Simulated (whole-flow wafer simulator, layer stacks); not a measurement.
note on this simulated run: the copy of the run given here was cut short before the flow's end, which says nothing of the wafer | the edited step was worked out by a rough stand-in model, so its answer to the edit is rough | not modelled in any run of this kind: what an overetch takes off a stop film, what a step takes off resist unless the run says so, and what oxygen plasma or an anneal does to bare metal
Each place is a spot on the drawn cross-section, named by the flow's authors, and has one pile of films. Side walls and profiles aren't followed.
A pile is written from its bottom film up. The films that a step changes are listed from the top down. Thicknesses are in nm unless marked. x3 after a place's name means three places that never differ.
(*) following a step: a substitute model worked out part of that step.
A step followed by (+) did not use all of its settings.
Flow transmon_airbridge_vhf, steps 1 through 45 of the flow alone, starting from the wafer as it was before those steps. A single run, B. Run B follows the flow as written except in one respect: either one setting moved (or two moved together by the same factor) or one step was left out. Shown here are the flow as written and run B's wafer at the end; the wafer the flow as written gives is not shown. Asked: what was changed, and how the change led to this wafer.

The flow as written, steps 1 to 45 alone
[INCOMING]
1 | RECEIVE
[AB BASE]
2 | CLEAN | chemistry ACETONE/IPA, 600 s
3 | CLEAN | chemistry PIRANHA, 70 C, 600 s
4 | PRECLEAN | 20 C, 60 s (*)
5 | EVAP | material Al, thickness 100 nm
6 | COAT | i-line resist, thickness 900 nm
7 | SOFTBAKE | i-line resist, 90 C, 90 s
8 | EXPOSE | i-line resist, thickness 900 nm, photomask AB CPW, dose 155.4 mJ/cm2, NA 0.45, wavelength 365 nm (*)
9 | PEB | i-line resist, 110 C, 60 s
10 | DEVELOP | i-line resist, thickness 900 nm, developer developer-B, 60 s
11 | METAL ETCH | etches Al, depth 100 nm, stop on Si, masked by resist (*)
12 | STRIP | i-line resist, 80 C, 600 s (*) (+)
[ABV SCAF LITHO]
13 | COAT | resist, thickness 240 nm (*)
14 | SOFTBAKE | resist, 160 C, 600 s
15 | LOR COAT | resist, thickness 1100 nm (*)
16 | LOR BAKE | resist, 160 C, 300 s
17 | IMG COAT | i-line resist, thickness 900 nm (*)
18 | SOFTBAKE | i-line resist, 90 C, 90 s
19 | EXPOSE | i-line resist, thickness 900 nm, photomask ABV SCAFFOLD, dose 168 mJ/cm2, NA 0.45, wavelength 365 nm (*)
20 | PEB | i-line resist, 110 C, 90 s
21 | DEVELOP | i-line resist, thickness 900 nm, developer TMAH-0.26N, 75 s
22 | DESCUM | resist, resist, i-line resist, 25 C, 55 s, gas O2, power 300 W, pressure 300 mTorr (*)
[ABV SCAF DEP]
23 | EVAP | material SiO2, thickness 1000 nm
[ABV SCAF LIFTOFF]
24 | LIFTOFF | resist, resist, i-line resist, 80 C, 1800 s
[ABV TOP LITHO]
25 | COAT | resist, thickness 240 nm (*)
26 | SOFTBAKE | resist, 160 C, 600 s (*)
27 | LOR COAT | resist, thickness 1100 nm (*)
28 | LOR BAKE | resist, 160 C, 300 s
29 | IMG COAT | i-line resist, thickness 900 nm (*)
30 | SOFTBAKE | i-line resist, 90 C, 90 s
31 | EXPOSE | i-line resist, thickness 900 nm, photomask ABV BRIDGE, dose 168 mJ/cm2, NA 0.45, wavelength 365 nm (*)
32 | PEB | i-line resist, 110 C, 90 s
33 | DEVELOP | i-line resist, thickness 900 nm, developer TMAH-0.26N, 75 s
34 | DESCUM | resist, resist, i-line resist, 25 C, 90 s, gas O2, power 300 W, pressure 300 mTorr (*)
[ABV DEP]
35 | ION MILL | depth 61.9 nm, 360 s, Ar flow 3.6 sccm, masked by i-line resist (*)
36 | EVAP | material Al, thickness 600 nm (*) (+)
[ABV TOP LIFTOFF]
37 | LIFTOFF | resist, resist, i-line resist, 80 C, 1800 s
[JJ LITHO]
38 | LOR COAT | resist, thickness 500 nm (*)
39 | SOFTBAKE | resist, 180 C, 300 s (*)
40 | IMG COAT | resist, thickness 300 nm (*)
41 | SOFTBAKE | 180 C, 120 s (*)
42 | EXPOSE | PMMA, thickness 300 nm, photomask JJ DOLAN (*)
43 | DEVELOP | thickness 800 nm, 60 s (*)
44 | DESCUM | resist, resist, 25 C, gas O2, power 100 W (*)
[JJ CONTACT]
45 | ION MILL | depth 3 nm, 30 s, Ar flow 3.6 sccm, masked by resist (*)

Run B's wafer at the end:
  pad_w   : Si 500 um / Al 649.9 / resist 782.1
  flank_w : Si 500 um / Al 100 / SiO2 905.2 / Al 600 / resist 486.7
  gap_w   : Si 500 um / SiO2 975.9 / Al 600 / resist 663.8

Cause: step 35, ION MILL: depth 41.5 nm was run, though the flow has depth 61.9 nm; step 35, ION MILL: 241 s was run, where the flow has 360 s.

How this came from the change, step by step:
  35 | ION MILL | depth 61.9 nm, 360 s, Ar flow 3.6 sccm, masked by i-line resist (*)
      field x3, jj_line, ground_far, trace_open_s x2, margin_s, margin_n: -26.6 i-line resist (in the flow as written it would be: -39.7 i-line resist)
      flank_w, gap_w, cpw_trace, gap_e, flank_e, bridge_strip: -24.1 SiO2 (in the flow as written it would be: -36 SiO2)
      (and at 2 other places as well)
  37 | LIFTOFF | resist, resist, i-line resist, 80 C, 1800 s
      field x3, jj_line, trace_open_s x2: -600 Al (all of it), -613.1 i-line resist (all of it), -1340 resist (all of it) (in the flow as written it would be: -600 Al (all of it), -600 i-line resist (all of it), -1340 resist (all of it))
      margin_s, margin_n: -600 Al (all of it), -331.4 i-line resist (all of it), -992 resist (all of it) (in the flow as written it would be: -600 Al (all of it), -318.3 i-line resist (all of it), -992 resist (all of it))
